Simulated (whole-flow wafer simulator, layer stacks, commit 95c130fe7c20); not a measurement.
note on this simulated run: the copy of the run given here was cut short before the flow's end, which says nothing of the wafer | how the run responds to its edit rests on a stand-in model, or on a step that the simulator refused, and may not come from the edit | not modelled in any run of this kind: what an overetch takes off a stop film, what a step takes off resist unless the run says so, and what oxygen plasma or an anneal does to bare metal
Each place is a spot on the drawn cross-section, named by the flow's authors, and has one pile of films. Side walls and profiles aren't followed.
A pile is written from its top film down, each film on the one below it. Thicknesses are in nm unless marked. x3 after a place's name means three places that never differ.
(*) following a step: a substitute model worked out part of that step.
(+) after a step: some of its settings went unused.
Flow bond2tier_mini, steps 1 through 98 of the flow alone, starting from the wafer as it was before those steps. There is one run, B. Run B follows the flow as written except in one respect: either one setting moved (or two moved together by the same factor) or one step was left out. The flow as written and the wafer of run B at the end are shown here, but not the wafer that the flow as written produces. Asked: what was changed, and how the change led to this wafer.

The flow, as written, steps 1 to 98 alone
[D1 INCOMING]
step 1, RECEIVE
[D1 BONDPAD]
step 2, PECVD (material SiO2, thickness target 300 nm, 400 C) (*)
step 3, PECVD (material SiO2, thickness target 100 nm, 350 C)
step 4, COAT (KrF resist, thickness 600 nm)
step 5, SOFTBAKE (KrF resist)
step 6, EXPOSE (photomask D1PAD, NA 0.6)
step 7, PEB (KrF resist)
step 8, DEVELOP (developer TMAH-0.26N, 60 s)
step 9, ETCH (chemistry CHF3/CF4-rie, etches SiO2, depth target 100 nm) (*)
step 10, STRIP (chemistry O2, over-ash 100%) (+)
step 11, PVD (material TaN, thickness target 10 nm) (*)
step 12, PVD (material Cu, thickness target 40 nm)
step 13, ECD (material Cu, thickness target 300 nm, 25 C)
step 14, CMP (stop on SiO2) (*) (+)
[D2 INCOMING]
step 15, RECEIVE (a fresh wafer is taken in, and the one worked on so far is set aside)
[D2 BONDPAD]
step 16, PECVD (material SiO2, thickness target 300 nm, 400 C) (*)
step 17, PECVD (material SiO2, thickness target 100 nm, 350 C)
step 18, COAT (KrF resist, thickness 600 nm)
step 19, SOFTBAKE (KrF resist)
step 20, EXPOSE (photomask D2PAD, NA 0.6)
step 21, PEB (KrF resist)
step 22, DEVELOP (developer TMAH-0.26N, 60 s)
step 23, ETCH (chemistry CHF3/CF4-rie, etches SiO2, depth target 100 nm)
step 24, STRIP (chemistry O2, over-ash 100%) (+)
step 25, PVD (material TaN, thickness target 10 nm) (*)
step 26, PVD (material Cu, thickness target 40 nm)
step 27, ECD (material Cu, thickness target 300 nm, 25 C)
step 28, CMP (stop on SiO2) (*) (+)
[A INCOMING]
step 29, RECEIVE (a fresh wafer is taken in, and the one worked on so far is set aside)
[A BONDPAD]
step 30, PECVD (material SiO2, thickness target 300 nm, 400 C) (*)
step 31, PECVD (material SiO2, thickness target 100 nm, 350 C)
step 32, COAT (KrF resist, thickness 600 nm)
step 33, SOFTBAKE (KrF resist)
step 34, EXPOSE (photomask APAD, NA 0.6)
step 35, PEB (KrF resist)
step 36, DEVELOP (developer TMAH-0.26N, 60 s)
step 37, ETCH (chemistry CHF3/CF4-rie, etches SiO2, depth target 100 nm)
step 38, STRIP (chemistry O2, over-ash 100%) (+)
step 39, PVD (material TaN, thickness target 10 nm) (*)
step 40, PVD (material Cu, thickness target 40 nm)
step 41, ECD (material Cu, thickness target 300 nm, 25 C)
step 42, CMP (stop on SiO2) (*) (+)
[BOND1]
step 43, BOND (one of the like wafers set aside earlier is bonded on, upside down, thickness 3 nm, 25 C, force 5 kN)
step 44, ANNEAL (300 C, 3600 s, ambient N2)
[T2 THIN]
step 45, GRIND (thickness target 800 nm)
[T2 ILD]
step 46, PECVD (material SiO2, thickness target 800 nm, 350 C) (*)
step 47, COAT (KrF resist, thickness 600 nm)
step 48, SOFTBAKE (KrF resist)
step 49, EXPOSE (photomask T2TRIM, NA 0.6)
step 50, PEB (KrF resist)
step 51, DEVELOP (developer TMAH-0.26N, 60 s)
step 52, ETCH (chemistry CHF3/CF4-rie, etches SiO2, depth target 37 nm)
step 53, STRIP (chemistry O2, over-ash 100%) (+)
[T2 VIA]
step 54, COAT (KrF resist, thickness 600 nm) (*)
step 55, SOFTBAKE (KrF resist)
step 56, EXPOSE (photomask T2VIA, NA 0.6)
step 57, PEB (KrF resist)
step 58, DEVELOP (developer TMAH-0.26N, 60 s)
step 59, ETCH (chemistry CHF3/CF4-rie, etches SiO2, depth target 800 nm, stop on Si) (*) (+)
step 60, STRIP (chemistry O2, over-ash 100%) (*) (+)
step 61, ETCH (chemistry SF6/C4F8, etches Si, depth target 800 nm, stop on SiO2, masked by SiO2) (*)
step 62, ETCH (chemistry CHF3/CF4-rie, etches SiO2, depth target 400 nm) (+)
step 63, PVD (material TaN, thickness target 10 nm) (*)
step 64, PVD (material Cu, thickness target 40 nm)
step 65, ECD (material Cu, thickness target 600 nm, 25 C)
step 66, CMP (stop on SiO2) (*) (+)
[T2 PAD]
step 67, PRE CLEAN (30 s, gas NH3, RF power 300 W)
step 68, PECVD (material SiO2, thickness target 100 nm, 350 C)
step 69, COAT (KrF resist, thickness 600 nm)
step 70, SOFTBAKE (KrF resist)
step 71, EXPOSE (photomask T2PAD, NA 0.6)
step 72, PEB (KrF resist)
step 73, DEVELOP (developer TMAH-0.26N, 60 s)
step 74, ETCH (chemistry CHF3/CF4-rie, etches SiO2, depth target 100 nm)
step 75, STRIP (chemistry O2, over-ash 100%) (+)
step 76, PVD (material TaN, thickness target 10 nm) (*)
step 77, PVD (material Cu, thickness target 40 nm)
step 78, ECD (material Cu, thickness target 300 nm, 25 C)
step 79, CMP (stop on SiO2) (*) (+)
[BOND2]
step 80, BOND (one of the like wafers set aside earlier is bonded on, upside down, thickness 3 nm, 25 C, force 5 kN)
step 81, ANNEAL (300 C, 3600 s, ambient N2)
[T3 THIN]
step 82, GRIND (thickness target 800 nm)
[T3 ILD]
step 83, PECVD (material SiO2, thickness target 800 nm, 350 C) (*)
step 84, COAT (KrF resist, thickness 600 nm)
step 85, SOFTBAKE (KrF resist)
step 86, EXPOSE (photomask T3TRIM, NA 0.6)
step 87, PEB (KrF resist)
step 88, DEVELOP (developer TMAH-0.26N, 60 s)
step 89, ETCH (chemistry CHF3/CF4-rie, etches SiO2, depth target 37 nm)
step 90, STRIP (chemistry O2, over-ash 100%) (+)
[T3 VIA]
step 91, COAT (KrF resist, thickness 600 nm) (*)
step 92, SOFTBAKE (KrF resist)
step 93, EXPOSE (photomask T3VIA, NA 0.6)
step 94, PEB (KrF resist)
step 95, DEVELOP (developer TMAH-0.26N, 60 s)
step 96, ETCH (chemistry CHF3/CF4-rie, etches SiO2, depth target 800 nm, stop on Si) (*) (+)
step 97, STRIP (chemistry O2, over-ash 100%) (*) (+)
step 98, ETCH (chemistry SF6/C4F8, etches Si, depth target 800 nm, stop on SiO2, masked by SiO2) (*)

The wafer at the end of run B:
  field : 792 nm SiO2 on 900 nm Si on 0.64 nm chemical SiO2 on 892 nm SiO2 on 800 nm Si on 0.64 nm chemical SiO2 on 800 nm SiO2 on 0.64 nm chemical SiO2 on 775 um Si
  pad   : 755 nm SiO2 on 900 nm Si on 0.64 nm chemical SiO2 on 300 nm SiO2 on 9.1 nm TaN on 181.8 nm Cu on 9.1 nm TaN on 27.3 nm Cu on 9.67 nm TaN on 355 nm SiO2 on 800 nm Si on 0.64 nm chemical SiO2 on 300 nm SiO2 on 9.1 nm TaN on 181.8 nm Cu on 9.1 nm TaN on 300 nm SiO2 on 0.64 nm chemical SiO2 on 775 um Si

What caused this: step 82, GRIND: thickness target 900 nm was run, whereas the flow has thickness target 800 nm.
One can read it off the wafer: field has Si 900, and step 82 as written asks for 800 nm.

The path from the change to this, step by step:
  step 82, GRIND (thickness target 800 nm)
      field, pad: Si loses 774.1 um (as written it would have been: Si loses 774.2 um)
